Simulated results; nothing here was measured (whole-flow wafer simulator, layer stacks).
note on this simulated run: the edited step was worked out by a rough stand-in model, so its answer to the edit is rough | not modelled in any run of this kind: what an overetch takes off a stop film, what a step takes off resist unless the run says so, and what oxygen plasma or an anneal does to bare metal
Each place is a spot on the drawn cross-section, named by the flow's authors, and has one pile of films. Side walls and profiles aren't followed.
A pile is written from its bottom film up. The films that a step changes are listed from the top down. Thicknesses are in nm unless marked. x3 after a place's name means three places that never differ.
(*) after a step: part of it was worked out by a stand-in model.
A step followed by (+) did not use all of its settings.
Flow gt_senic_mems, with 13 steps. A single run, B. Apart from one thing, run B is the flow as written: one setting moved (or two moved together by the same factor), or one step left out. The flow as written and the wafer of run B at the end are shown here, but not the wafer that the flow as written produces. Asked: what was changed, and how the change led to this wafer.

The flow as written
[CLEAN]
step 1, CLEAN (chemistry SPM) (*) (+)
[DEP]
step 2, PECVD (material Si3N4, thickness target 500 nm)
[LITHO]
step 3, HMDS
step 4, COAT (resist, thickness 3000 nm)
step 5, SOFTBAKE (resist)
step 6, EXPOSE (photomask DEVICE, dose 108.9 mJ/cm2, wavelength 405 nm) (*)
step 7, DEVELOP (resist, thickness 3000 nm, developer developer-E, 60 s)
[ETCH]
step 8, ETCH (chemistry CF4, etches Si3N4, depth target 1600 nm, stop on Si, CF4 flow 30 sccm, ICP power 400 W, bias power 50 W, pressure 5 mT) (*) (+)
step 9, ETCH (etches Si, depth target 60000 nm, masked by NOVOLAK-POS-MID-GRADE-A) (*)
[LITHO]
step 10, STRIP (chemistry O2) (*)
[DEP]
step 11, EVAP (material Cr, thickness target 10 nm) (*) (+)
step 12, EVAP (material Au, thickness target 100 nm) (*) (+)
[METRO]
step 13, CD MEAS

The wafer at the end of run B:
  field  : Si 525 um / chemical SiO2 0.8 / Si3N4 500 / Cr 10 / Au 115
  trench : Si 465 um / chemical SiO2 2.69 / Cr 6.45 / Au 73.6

The reason: step 12, EVAP: thickness target 115 nm was run, while the flow as written has thickness target 100 nm.
The wafer lets one read it off: field has Au 115, and step 12 as written asks for 100 nm.

How this came from the change, step by step:
  step 12, EVAP (material Au, thickness target 100 nm) (*) (+)
      field: Au gains 115 (new film) (it would be, as written: Au gains 100 (new film))
      trench: Au gains 73.6 (new film) (it would be, as written: Au gains 64.1 (new film))
